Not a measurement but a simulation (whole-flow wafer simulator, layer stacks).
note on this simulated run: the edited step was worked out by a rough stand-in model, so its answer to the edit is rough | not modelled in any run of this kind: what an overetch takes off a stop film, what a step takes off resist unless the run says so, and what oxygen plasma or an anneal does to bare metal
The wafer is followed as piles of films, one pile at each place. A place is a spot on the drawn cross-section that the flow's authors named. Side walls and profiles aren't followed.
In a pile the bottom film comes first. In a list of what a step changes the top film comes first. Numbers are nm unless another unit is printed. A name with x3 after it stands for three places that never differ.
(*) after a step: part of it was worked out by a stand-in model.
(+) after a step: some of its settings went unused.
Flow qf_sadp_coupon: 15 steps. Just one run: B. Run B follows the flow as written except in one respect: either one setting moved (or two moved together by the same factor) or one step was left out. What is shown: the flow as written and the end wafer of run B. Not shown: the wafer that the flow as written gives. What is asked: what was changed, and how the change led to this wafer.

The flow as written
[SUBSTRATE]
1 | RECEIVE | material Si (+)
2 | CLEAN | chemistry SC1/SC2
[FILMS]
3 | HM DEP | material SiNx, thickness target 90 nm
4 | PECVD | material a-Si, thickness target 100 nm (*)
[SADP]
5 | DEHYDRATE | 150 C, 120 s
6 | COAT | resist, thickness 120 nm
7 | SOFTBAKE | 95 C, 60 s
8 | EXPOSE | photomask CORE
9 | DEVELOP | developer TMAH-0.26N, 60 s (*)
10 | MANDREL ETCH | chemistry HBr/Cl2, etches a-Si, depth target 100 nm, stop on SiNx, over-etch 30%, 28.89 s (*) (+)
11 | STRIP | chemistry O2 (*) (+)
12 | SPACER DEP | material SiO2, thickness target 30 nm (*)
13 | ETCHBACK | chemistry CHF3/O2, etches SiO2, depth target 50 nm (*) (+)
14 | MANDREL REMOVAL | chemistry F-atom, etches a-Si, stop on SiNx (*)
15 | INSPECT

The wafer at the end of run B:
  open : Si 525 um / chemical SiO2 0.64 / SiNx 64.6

The reason: step 4, PECVD: thickness target 85.5 nm was run, whereas the flow has thickness target 100 nm.

How this came from the change, step by step:
  4 | PECVD | material a-Si, thickness target 100 nm (*)
      m, open: a-Si gains 85.5 (new film) (as written it would have been: a-Si gains 100 (new film))
  10 | MANDREL ETCH | chemistry HBr/Cl2, etches a-Si, depth target 100 nm, stop on SiNx, over-etch 30%, 28.89 s (*) (+)
      open: a-Si loses 85.5 (all of it), SiNx loses 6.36 (as written it would have been: a-Si loses 100 (all of it), SiNx loses 4.29)
  14 | MANDREL REMOVAL | chemistry F-atom, etches a-Si, stop on SiNx (*)
      m: a-Si loses 81.3 (all of it) (as written it would have been: a-Si loses 95.8 (all of it))
